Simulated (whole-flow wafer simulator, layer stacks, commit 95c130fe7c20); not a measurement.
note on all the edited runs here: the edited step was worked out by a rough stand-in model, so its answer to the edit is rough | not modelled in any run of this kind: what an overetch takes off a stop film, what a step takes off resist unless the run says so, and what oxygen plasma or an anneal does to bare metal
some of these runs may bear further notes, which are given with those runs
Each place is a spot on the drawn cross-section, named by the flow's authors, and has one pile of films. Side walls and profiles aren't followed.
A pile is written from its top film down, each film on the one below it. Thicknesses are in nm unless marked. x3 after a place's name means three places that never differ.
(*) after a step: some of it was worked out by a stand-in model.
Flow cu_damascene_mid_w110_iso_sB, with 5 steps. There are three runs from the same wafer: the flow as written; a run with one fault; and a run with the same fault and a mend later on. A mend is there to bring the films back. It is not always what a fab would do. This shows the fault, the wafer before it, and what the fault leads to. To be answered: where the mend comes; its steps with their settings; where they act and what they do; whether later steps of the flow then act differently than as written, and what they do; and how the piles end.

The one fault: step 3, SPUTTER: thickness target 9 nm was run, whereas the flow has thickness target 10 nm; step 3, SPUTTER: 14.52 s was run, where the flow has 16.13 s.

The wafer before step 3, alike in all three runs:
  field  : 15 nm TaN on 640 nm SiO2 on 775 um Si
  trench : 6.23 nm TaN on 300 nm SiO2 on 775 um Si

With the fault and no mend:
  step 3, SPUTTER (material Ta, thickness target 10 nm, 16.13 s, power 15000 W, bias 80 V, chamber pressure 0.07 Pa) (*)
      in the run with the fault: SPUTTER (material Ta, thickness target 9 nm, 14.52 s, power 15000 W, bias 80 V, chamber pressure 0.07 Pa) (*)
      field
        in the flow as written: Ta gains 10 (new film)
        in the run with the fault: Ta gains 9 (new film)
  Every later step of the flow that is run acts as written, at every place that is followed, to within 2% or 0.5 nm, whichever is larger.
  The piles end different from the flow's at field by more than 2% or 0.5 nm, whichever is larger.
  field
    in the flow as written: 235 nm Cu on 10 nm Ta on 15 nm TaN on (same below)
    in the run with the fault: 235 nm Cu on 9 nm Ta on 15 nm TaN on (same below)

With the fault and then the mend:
  The mend follows step 3.
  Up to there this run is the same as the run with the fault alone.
  step 3a, SPUTTER (material Ta, thickness target 1 nm, 1.613 s, power 15000 W, bias 80 V, chamber pressure 0.07 Pa) (*) (a further turn of the flow's step 3, with different settings)
      field
        Ta gains 1
      trench
        Ta gains 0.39
  Every later step of the flow that is run acts as written at every place that is followed.
  The piles end only slightly different from the flow's at the places that both follow, by no more than 2% or 0.5 nm, whichever is larger.
